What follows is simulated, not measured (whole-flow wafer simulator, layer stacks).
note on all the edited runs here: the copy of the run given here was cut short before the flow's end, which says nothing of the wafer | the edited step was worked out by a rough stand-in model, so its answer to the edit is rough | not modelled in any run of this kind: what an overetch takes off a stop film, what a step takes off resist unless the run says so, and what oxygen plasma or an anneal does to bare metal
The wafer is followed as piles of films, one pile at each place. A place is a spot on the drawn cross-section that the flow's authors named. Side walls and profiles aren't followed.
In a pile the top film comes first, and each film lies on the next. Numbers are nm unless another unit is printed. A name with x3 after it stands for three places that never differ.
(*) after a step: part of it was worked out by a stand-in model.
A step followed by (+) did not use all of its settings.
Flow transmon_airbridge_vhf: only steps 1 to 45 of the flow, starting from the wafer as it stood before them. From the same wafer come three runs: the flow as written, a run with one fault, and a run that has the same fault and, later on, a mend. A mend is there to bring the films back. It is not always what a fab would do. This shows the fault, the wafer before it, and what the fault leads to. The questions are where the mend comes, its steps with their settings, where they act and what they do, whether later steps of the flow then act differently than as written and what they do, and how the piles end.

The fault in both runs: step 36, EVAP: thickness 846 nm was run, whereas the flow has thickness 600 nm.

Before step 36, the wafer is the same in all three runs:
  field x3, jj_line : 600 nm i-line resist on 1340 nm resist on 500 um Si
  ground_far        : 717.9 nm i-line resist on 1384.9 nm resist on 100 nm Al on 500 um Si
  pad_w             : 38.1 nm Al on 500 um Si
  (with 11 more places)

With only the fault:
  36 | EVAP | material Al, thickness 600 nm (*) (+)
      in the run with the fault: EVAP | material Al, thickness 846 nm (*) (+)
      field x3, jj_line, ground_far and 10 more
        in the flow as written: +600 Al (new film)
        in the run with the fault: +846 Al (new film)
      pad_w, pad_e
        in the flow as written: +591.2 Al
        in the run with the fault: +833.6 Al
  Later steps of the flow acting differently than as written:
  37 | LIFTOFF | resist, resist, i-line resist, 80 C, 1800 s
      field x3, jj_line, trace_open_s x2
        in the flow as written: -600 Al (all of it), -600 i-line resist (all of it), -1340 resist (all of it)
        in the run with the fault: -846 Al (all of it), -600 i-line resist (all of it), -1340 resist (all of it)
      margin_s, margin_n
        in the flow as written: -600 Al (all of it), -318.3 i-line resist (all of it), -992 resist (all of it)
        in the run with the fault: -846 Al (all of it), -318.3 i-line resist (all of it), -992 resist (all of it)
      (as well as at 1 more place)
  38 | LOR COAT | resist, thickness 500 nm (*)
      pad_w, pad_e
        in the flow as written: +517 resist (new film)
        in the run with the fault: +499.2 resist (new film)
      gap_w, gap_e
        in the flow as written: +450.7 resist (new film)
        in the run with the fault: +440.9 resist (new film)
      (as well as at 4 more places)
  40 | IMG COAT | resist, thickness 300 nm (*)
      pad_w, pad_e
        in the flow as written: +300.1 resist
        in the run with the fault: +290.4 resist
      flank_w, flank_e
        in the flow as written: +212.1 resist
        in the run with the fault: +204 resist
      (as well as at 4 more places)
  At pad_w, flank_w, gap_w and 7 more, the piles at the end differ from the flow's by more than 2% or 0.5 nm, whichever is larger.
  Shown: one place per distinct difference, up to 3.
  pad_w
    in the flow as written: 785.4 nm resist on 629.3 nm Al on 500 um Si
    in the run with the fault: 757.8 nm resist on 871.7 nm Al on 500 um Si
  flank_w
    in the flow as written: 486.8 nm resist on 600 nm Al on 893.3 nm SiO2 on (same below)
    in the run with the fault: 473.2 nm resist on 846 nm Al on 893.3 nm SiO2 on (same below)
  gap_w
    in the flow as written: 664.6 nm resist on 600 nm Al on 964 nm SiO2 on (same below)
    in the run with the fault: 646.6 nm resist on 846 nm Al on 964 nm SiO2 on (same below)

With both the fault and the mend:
  After step 36 comes the mend.
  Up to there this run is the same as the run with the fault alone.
  36a | METAL ETCH | etches Al, depth 246 nm (the flow's step 11, run once more with other settings)
      field x3, jj_line, ground_far and 12 more
        -246 Al
  None of the later steps of the flow differs from how it acts as written, at any place that is followed, by more than 2% or 0.5 nm, whichever is larger.
  At the end the piles are close to the flow's at the places that both follow, differing by at most 2% or 0.5 nm, whichever is larger.
